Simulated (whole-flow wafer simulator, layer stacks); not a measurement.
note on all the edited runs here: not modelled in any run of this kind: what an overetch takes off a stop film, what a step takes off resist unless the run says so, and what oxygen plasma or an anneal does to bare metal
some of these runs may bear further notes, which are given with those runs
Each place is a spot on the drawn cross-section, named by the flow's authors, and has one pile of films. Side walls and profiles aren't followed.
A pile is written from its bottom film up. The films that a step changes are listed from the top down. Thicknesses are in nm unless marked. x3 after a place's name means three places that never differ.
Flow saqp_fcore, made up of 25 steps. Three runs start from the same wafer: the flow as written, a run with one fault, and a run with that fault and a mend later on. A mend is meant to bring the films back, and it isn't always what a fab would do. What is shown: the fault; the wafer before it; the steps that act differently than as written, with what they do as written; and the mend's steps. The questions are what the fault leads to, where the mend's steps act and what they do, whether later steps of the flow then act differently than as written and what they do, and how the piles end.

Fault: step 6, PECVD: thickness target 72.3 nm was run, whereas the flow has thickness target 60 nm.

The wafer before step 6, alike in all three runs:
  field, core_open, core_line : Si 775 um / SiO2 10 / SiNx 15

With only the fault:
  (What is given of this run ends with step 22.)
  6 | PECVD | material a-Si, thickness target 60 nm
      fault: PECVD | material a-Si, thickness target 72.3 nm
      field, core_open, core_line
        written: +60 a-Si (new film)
        fault: +72.3 a-Si (new film)
  Later steps of the flow up to step 22 that are run all act as written at every place that is followed.
  Once step 22 is done, the piles at field, core_open, core_line depart from the flow's by more than 2% or 0.5 nm, whichever is larger.
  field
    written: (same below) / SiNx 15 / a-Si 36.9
    fault: (same below) / SiNx 15 / a-Si 49.2
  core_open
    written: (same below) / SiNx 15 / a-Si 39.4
    fault: (same below) / SiNx 15 / a-Si 51.7
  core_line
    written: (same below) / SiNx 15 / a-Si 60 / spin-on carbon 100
    fault: (same below) / SiNx 15 / a-Si 72.3 / spin-on carbon 100

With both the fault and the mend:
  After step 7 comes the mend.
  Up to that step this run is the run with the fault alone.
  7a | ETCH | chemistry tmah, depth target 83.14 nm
      field, core_open, core_line
        -72.3 a-Si (all of it)
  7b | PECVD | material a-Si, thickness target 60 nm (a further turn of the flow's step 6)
      field, core_open, core_line
        +60 a-Si (new film)
  Later steps of the flow that are run all act as written at every place that is followed.
  At every place that both follow, the piles at the end match the flow's.
